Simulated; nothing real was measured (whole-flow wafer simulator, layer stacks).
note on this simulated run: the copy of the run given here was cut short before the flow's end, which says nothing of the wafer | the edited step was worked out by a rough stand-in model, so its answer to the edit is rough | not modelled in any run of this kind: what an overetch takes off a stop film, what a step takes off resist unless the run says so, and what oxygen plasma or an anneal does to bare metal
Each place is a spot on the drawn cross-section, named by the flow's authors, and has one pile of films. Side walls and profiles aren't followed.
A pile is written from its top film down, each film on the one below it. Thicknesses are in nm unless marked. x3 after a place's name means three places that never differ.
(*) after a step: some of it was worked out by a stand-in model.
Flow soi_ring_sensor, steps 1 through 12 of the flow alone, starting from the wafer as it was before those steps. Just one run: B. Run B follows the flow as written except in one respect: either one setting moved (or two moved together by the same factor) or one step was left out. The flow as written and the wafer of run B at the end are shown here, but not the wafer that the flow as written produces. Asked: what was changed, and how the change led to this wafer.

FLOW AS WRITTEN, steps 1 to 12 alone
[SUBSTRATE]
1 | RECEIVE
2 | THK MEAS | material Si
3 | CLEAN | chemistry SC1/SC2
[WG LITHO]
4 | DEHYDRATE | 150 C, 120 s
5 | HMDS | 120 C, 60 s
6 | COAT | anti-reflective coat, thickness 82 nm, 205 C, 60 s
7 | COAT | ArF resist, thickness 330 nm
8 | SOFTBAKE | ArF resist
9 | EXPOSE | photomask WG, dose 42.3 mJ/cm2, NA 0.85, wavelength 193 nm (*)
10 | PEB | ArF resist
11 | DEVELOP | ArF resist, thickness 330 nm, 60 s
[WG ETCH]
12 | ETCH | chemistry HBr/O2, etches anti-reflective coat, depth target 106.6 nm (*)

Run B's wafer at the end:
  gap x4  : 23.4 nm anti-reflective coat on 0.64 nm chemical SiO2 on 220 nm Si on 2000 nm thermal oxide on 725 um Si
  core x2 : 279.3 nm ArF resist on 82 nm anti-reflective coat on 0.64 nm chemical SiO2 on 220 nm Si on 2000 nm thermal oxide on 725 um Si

What caused this: step 12, ETCH: depth target 58.6 nm was run, whereas the flow has depth target 106.6 nm.

The path from the change to this, step by step:
  12 | ETCH | chemistry HBr/O2, etches anti-reflective coat, depth target 106.6 nm (*)
      gap x4: anti-reflective coat loses 58.6 (it would be, as written: anti-reflective coat loses 82 (all of it), chemical SiO2 loses 0.64 (all of it))
      core x2: ArF resist loses 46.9 (it would be, as written: ArF resist loses 85.3)
